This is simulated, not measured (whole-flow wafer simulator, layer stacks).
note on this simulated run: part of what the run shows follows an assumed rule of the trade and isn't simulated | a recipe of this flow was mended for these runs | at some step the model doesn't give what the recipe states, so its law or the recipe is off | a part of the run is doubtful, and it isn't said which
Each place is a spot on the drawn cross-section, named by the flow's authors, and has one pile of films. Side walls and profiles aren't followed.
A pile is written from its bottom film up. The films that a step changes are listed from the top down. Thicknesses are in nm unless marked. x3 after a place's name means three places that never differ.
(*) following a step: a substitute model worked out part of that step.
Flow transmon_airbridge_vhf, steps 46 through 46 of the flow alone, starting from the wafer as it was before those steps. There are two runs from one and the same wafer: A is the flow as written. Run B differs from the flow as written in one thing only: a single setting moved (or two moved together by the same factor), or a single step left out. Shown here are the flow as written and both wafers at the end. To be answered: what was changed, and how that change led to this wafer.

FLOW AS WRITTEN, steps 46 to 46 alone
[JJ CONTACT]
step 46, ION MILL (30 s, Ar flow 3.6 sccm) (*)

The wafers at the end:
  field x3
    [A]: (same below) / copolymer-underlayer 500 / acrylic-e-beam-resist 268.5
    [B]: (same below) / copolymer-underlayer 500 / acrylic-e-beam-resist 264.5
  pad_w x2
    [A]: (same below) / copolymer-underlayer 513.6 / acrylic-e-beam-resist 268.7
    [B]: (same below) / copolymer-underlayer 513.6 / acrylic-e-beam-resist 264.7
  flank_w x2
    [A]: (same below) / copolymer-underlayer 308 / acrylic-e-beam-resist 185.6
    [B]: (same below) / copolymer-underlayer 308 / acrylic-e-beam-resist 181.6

The reason: step 46, ION MILL: 37.2 s was run, while the flow as written has 30 s.

How this came from the change, step by step:
  step 46, ION MILL (30 s, Ar flow 3.6 sccm) (*)
      field x3, ground_far x3, pad_w x2, flank_w x2, gap_w x2, cpw_trace, margin_s x2, bridge_strip: A -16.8 acrylic-e-beam-resist | B -20.8 acrylic-e-beam-resist
      jj_line: A -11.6 Si | B -14.4 Si
